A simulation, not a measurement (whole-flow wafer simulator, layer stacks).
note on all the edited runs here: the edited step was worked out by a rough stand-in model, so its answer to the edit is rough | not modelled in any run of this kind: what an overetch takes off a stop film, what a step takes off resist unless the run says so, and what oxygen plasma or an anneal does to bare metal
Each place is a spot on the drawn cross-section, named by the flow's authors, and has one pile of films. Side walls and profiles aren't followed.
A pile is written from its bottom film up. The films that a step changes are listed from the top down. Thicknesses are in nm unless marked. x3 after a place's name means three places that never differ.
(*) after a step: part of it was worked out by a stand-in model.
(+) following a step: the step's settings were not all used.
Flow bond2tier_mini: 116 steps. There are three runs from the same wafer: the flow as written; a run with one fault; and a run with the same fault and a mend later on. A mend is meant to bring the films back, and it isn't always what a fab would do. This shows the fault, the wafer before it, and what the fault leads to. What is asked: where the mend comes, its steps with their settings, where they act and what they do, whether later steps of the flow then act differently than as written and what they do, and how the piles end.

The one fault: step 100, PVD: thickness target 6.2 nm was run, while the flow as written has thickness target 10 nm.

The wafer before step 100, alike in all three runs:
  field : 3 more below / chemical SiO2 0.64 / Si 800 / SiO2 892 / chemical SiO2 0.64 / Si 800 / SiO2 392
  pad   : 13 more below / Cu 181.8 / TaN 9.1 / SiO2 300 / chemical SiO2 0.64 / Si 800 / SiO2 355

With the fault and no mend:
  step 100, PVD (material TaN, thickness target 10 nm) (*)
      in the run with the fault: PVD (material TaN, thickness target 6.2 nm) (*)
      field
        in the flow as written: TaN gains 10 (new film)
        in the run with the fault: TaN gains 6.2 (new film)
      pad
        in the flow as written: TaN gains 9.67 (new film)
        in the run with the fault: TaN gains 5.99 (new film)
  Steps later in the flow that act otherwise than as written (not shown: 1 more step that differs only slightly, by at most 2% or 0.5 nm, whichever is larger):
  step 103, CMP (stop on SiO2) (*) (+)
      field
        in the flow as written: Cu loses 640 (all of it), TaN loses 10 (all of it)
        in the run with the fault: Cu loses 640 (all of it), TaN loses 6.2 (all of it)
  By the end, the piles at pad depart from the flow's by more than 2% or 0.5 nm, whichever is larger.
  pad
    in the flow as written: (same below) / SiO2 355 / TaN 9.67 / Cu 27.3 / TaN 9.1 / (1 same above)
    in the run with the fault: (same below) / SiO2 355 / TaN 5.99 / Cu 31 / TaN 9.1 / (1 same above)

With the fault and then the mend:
  The mend stands after step 100.
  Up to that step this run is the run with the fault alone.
  step 100a, PVD (material TaN, thickness target 3.8 nm) (*) (the flow's step 100 again, with other settings)
      field
        TaN gains 3.8
      pad
        TaN gains 3.67
  Every later step of the flow that is run acts as written at every place that is followed.
  At the end the piles are close to the flow's at the places that both follow, differing by at most 2% or 0.5 nm, whichever is larger.
